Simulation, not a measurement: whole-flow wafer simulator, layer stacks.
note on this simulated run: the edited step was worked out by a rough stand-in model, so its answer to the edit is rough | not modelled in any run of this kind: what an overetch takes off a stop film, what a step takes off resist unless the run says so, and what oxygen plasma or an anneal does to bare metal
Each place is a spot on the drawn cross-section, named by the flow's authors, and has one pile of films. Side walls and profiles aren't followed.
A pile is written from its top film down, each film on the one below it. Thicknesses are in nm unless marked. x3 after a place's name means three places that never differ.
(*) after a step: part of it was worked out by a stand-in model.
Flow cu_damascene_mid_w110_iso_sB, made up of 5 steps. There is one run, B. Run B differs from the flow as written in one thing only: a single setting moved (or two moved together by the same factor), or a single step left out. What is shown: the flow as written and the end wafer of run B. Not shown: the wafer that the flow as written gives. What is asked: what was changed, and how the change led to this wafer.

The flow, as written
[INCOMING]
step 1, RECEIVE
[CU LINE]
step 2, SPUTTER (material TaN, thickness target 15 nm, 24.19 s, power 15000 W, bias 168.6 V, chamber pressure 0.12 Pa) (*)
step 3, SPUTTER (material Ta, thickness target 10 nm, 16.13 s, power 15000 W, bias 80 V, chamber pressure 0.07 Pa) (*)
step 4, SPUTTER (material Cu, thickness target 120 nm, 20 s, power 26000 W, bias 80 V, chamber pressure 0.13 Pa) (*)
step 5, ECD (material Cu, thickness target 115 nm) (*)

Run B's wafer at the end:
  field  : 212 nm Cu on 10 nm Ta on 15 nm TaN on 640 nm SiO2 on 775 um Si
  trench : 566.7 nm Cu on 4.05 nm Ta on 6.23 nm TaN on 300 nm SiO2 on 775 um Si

Cause: step 5, ECD: thickness target 92 nm was run, while the flow as written has thickness target 115 nm.

The path from the change to this, step by step:
  step 5, ECD (material Cu, thickness target 115 nm) (*)
      field: Cu gains 92 (as written it would have been: Cu gains 115)
      trench: Cu gains 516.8 (as written it would have been: Cu gains 539.8)
